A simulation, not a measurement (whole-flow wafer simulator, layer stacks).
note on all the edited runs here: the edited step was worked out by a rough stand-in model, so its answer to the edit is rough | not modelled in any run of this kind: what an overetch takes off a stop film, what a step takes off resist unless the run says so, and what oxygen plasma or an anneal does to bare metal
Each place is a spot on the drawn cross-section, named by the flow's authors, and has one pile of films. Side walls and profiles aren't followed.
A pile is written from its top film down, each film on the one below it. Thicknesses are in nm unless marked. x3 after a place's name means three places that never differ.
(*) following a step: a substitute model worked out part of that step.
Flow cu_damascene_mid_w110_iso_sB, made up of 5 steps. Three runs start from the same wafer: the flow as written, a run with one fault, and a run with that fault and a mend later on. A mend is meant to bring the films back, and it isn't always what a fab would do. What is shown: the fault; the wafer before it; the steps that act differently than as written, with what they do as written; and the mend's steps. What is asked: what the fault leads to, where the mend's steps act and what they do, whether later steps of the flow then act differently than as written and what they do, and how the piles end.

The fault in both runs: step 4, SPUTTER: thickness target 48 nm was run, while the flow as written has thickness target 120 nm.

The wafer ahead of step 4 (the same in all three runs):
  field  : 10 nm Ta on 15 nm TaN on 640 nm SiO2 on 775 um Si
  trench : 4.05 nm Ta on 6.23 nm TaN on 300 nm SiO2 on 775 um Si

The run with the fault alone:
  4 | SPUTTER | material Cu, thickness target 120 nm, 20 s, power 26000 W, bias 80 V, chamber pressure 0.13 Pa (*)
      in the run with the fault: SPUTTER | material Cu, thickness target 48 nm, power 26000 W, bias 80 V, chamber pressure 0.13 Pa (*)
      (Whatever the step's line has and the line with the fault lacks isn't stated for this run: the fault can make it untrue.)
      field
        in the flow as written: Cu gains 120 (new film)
        in the run with the fault: Cu gains 48 (new film)
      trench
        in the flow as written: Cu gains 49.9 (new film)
        in the run with the fault: Cu gains 20 (new film)
  Steps later in the flow that act otherwise than as written:
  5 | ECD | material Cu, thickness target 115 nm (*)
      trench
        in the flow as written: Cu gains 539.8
        in the run with the fault: Cu gains 497.8
  By the end, the piles at field, trench depart from the flow's by more than 2% or 0.5 nm, whichever is larger.
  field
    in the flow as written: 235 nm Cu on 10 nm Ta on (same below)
    in the run with the fault: 163 nm Cu on 10 nm Ta on (same below)
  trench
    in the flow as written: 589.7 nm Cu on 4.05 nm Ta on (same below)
    in the run with the fault: 517.7 nm Cu on 4.05 nm Ta on (same below)

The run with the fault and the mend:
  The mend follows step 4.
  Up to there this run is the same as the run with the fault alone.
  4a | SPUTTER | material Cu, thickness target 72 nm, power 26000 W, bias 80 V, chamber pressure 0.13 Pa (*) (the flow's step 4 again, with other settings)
      field
        Cu gains 72
      trench
        Cu gains 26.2
  Every later step of the flow that is run acts as written, at every place that is followed, to within 2% or 0.5 nm, whichever is larger.
  At every place that both follow, the piles at the end match the flow's.
